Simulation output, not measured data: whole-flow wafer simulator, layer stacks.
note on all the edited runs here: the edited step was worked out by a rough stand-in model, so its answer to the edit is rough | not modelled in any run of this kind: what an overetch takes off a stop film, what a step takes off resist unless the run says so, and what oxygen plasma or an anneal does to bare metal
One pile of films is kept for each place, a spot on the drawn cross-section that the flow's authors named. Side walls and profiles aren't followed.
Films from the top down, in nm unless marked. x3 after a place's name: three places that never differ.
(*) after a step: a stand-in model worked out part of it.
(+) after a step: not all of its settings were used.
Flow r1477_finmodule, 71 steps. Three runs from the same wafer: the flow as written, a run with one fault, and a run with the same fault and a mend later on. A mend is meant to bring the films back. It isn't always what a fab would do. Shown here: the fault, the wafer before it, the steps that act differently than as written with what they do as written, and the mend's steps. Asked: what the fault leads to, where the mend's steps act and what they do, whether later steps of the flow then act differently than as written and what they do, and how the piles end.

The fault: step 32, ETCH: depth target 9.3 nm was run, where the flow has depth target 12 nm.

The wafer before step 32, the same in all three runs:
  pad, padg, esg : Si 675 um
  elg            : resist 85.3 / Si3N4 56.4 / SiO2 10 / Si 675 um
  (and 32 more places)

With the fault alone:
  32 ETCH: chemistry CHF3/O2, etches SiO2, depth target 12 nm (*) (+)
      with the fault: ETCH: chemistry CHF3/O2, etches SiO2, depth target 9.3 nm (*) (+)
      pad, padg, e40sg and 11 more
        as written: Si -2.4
        with the fault: Si -1.86
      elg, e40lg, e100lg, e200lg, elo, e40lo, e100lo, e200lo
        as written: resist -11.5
        with the fault: resist -8.91
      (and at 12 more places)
  Later steps of the flow that act differently than as written (4 more steps differ only slightly, by at most 2% or 0.5 nm, whichever is larger, and aren't shown):
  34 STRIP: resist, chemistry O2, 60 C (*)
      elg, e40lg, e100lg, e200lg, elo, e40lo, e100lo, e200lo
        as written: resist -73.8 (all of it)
        with the fault: resist -76.4 (all of it)
  At the end the piles differ from the flow's only slightly at the places that both follow, by at most 2% or 0.5 nm, whichever is larger.

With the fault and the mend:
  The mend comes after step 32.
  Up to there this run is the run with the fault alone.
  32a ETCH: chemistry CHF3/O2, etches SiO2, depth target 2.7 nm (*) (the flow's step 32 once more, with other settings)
      pad, padg, e40sg and 11 more
        Si -0.54
      elg, e40lg, e100lg, e200lg, elo, e40lo, e100lo, e200lo
        resist -2.59
      s40sg_line, s45sg_line, s50sg_line, s40so_line, s45so_line, s50so_line
        SiO2 -2.7
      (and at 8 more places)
  No later step of the flow acts differently than as written, at any place that is followed, by more than 2% or 0.5 nm, whichever is larger.
  At the end the piles differ from the flow's only slightly at the places that both follow, by at most 2% or 0.5 nm, whichever is larger.
